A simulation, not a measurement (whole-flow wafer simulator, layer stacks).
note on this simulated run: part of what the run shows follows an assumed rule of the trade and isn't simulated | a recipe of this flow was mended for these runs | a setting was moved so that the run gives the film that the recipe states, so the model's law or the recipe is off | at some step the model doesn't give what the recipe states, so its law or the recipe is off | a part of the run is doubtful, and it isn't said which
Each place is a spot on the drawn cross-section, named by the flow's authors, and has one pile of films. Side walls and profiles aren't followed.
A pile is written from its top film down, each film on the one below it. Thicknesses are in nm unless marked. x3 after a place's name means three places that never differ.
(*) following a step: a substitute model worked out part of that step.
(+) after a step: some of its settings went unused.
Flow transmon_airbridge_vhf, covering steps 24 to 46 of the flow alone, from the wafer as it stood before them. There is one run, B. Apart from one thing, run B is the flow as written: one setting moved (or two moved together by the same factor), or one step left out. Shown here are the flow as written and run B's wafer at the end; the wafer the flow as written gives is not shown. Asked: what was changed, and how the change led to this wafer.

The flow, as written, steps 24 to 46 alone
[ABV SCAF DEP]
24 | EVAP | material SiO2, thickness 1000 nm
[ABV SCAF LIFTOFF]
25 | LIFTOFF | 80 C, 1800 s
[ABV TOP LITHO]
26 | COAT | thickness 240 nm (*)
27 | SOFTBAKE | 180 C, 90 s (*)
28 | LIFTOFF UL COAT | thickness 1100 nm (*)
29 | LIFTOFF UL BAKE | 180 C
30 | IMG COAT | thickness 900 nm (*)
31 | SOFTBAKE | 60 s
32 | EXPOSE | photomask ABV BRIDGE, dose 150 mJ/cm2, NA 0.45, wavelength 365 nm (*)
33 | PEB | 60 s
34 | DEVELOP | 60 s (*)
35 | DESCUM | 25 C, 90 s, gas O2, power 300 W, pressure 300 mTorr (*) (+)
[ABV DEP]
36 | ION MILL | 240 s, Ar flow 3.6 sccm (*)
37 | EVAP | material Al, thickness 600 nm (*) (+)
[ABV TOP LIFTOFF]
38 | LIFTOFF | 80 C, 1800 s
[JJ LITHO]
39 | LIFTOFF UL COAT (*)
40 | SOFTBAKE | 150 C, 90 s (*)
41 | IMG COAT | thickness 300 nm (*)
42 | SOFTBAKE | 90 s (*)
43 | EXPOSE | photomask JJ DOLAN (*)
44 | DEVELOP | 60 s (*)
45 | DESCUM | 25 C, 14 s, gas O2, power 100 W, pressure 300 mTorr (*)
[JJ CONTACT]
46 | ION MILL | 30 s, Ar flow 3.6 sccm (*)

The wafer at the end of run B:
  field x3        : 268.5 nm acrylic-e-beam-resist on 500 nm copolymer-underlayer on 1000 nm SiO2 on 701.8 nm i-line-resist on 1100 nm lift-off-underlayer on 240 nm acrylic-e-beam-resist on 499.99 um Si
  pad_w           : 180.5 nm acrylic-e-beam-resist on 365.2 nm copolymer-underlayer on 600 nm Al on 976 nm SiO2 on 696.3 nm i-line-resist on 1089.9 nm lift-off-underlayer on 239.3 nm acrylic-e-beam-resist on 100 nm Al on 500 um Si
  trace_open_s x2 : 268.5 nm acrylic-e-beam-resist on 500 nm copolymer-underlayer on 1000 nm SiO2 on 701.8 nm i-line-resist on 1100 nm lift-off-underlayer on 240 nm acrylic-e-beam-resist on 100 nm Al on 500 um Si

What caused this: step 25, LIFTOFF: 80 C, 1800 s, was skipped.

How this came from the change, step by step:
  26 | COAT | thickness 240 nm (*)
      flank_w, flank_e: acrylic-e-beam-resist gains 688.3 (new film) (it would be, as written: acrylic-e-beam-resist gains 155.2 (new film))
      gap_w, gap_e: acrylic-e-beam-resist gains 282.8 (new film) (it would be, as written: acrylic-e-beam-resist gains 211.2 (new film))
      (and at 7 other places as well)
  28 | LIFTOFF UL COAT | thickness 1100 nm (*)
      gap_w, gap_e: lift-off-underlayer gains 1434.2 (new film) (it would be, as written: lift-off-underlayer gains 979.6 (new film))
      margin_s, margin_n: lift-off-underlayer gains 1725.6 (new film) (it would be, as written: lift-off-underlayer gains 823.4 (new film))
      (and at 7 other places as well)
  30 | IMG COAT | thickness 900 nm (*)
      gap_w, gap_e: i-line-resist gains 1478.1 (new film) (it would be, as written: i-line-resist gains 685.3 (new film))
      margin_s, margin_n: i-line-resist gains 1424.1 (new film) (it would be, as written: i-line-resist gains 603.2 (new film))
      (and at 7 other places as well)
  31 | SOFTBAKE | 60 s
      margin_s, margin_n: i-line-resist gains 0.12 (it would be, as written: i-line-resist loses 0.58)
      pad_w: i-line-resist loses 0.23 (it would be, as written: i-line-resist gains 0.28)
      (and at 5 other places as well)
  33 | PEB | 60 s
      flank_w, flank_e: i-line-resist loses 54 (it would be, as written: i-line-resist loses 38.8)
      gap_w, gap_e: i-line-resist loses 78.1 (it would be, as written: i-line-resist loses 35)
      (and at 7 other places as well)
  34 | DEVELOP | 60 s (*)
      gap_w, gap_e: i-line-resist loses 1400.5 (all of it), lift-off-underlayer loses 1434.2 (all of it) (it would be, as written: i-line-resist loses 650.2 (all of it), lift-off-underlayer loses 979.6 (all of it))
      pad_w: i-line-resist loses 598.5 (all of it), lift-off-underlayer loses 857.3 (all of it) (it would be, as written: i-line-resist loses 937.3 (all of it), lift-off-underlayer loses 1246.2 (all of it))
      (and at 5 other places as well)
  35 | DESCUM | 25 C, 90 s, gas O2, power 300 W, pressure 300 mTorr (*) (+)
      field x3, jj_line, ground_far, trace_open_s x2, margin_s, margin_n: i-line-resist loses 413 (it would be, as written: i-line-resist loses 167.2)
      flank_w, flank_e: acrylic-e-beam-resist loses 688.3 (all of it) (it would be, as written: acrylic-e-beam-resist loses 155.2 (all of it))
      (and at 6 other places as well)
  36 | ION MILL | 240 s, Ar flow 3.6 sccm (*)
      pad_w, pad_e: SiO2 loses 24 (it would be, as written: Al loses 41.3)
  37 | EVAP | material Al, thickness 600 nm (*) (+)
      pad_w, pad_e: Al gains 600 (new film) (it would be, as written: Al gains 591.1)
      flank_w, flank_e: Al gains 570.1 (new film) (it would be, as written: Al gains 600 (new film))
  38 | LIFTOFF | 80 C, 1800 s
      field x3, jj_line, trace_open_s x2: Al loses 600 (all of it), i-line-resist loses 414 (all of it), lift-off-underlayer loses 1100 (all of it), acrylic-e-beam-resist loses 240 (all of it) (it would be, as written: Al loses 600 (all of it), i-line-resist loses 659.8 (all of it), lift-off-underlayer loses 1100 (all of it), acrylic-e-beam-resist loses 240 (all of it))
      margin_s, margin_n: Al loses 600 (all of it), i-line-resist loses 909.7 (all of it), lift-off-underlayer loses 1725.6 (all of it), acrylic-e-beam-resist loses 453.7 (all of it) (it would be, as written: Al loses 600 (all of it), i-line-resist loses 378.2 (all of it), lift-off-underlayer loses 823.4 (all of it), acrylic-e-beam-resist loses 168.6 (all of it))
      (and at 1 other place as well)
  39 | LIFTOFF UL COAT (*)
      pad_w, pad_e: copolymer-underlayer gains 365.2 (new film) (it would be, as written: copolymer-underlayer gains 513.6 (new film))
      flank_w, flank_e: copolymer-underlayer gains 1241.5 (new film) (it would be, as written: copolymer-underlayer gains 308 (new film))
      (and at 6 other places as well)
  41 | IMG COAT | thickness 300 nm (*)
      pad_w, pad_e: acrylic-e-beam-resist gains 212 (new film) (it would be, as written: acrylic-e-beam-resist gains 300.2 (new film))
      flank_w, flank_e: acrylic-e-beam-resist gains 459.4 (new film) (it would be, as written: acrylic-e-beam-resist gains 217.1 (new film))
      (and at 6 other places as well)
  46 | ION MILL | 30 s, Ar flow 3.6 sccm (*)
      jj_line: SiO2 loses 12 (it would be, as written: Si loses 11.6)
With metal films that touch counted as one body, pad_w has 2 bodies (between them, from the top down: SiO2 976 / i-line-resist 696.3 / lift-off-underlayer 1089.9 / acrylic-e-beam-resist 239.3); the flow as written gives 1 body.
